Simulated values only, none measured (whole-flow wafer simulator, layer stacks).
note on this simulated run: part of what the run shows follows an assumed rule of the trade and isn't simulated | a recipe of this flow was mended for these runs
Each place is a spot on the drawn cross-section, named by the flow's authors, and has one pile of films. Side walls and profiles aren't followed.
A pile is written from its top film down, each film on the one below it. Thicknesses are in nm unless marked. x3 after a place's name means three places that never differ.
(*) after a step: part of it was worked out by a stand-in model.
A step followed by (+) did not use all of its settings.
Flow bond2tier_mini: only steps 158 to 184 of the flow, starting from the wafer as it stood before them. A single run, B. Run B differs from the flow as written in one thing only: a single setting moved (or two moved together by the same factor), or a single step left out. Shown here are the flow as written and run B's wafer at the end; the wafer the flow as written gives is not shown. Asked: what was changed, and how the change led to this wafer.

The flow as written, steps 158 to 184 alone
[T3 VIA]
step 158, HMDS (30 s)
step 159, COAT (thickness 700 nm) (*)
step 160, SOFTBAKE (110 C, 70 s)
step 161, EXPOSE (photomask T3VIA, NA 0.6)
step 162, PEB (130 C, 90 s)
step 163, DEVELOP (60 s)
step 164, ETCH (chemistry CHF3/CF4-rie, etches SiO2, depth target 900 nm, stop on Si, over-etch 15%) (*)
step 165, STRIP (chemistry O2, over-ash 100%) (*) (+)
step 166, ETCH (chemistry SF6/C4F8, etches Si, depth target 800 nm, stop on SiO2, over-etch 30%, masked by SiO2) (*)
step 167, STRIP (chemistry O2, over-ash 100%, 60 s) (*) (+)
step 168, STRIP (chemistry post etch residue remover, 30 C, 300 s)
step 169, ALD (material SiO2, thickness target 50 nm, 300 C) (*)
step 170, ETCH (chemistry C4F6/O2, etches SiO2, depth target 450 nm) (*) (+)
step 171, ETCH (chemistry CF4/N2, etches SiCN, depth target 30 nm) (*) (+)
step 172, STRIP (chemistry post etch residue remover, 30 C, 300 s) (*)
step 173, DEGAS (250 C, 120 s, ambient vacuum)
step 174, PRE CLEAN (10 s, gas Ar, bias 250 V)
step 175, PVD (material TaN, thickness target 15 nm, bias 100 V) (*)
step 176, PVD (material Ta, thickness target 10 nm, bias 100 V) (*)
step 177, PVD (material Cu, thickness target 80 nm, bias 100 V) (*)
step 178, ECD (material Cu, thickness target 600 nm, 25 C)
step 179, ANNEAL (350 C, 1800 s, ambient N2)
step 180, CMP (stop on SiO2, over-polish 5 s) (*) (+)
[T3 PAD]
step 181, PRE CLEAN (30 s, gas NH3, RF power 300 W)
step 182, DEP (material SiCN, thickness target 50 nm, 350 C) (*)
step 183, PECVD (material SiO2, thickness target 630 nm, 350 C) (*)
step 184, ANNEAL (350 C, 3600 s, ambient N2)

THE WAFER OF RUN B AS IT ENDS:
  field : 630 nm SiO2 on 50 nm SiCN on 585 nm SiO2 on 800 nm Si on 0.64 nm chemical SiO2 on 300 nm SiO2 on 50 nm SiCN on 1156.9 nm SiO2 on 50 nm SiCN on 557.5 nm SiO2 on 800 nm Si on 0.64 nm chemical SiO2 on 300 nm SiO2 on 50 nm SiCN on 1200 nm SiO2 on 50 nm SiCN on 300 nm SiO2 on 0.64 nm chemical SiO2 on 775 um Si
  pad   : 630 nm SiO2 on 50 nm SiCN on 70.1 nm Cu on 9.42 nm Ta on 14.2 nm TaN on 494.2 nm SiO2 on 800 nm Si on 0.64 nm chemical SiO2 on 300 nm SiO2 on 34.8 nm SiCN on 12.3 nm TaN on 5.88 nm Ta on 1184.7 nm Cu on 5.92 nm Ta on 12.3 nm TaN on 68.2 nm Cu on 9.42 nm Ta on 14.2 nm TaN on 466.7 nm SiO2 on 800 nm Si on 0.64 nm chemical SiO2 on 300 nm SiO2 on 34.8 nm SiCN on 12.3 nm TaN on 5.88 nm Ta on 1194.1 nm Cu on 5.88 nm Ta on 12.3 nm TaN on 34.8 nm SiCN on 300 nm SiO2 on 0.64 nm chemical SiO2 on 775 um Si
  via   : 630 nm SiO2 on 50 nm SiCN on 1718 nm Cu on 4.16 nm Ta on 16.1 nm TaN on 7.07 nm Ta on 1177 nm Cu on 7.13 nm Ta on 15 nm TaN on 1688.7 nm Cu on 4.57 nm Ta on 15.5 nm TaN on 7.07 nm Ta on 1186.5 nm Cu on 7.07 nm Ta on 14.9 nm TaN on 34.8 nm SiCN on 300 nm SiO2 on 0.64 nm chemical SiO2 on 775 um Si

The reason: step 169, ALD: thickness target 77.5 nm was run, while the flow as written has thickness target 50 nm.

Step by step, how the change led to this:
  step 169, ALD (material SiO2, thickness target 50 nm, 300 C) (*)
      field, pad, via: SiO2 gains 77.5 (in the flow as written it would be: SiO2 gains 50)
  step 170, ETCH (chemistry C4F6/O2, etches SiO2, depth target 450 nm) (*) (+)
      via: SiO2 loses 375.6 (all of it), SiCN loses 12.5 (in the flow as written it would be: SiO2 loses 348.1 (all of it), SiCN loses 17.2)
  step 171, ETCH (chemistry CF4/N2, etches SiCN, depth target 30 nm) (*) (+)
      via: SiCN loses 22.3 (all of it), TaN loses 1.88 (in the flow as written it would be: SiCN loses 17.6 (all of it), TaN loses 3.01)
  step 175, PVD (material TaN, thickness target 15 nm, bias 100 V) (*)
      via: TaN gains 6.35 (in the flow as written it would be: TaN gains 6.94)
  step 177, PVD (material Cu, thickness target 80 nm, bias 100 V) (*)
      via: Cu gains 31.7 (new film) (in the flow as written it would be: Cu gains 35 (new film))
